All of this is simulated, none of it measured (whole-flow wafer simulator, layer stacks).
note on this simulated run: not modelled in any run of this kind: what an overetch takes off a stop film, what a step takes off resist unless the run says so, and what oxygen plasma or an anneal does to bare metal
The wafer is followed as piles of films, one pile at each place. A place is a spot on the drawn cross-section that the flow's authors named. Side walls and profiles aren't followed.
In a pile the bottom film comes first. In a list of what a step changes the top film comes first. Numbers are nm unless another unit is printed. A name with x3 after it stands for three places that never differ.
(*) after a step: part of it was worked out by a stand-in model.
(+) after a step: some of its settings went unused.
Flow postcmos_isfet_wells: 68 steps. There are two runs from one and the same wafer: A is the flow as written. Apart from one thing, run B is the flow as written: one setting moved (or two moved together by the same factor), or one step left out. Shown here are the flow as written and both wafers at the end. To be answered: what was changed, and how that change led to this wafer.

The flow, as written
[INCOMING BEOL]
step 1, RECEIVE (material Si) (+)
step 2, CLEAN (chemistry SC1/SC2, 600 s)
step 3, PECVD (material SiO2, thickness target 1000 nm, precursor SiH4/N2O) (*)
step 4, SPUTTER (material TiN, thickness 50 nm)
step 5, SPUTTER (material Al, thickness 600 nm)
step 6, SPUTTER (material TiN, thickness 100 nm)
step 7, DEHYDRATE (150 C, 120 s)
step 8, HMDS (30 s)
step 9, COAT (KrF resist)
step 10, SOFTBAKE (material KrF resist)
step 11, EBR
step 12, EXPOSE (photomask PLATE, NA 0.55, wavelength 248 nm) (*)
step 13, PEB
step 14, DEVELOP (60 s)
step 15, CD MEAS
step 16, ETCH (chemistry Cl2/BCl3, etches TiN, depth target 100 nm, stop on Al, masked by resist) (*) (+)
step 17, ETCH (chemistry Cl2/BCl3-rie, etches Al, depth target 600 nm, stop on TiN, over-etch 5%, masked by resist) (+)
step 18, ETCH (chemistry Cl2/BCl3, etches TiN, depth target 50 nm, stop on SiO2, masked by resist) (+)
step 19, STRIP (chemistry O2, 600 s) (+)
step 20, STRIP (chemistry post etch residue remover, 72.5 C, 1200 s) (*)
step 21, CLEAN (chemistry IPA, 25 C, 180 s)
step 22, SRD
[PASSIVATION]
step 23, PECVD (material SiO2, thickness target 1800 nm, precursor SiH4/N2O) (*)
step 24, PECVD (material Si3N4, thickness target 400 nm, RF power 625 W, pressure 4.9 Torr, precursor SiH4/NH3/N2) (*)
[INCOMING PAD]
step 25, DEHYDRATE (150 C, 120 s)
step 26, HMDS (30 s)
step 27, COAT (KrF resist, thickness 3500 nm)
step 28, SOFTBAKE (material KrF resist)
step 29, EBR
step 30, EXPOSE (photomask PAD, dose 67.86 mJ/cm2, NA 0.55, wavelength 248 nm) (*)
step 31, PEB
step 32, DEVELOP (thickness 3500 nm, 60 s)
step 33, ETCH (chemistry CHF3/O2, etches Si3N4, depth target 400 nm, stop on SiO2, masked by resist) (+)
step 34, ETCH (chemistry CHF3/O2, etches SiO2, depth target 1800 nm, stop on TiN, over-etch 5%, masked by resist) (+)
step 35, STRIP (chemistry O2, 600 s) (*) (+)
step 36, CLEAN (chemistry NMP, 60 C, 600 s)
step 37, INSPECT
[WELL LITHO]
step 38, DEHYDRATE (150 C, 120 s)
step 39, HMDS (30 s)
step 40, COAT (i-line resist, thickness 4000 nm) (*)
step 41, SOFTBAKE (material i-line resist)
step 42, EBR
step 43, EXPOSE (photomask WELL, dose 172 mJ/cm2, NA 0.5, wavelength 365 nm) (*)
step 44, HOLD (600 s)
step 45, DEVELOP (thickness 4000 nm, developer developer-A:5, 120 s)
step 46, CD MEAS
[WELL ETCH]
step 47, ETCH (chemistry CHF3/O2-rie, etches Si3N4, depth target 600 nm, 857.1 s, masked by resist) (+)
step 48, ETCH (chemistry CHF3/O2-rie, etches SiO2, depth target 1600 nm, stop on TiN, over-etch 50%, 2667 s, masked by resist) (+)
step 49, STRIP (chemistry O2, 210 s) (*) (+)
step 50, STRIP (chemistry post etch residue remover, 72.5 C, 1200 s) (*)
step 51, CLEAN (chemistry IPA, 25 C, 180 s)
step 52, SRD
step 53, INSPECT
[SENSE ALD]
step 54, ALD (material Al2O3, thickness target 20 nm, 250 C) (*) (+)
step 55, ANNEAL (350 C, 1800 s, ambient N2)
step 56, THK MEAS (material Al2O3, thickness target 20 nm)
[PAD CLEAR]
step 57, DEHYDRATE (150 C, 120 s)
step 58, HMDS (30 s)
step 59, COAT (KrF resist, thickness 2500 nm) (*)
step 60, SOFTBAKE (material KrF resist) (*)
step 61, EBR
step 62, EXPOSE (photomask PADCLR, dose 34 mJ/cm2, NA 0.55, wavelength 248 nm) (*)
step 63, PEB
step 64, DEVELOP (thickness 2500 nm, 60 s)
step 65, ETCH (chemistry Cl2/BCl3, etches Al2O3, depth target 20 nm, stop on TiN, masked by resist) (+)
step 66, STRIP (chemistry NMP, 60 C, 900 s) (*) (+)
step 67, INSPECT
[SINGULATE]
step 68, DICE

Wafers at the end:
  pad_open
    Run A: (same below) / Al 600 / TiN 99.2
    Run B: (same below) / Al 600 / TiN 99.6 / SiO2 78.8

What caused this: step 33, ETCH: depth target 325 nm was run, whereas the flow has depth target 400 nm.

Step by step, how the change led to this:
  step 33, ETCH (chemistry CHF3/O2, etches Si3N4, depth target 400 nm, stop on SiO2, masked by resist) (+)
      pad_open: A Si3N4 loses 400 (all of it) | B Si3N4 loses 325
      field, margin, well900, well1300 x3, pad_rim, pad_clr: A KrF resist loses 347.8 | B KrF resist loses 282.6
  step 34, ETCH (chemistry CHF3/O2, etches SiO2, depth target 1800 nm, stop on TiN, over-etch 5%, masked by resist) (+)
      pad_open: A SiO2 loses 1800 (all of it) | B Si3N4 loses 75 (all of it), SiO2 loses 1721.2
  step 35, STRIP (chemistry O2, 600 s) (*) (+)
      field, margin, well900, well1300 x3, pad_rim, pad_clr: A KrF resist loses 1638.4 (all of it) | B KrF resist loses 1703.7 (all of it)
  step 41, SOFTBAKE (material i-line resist)
      pad_clr: A i-line resist loses 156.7 | B i-line resist loses 148.8
      pad_open: A i-line resist gains 115.3 | B i-line resist gains 111.8
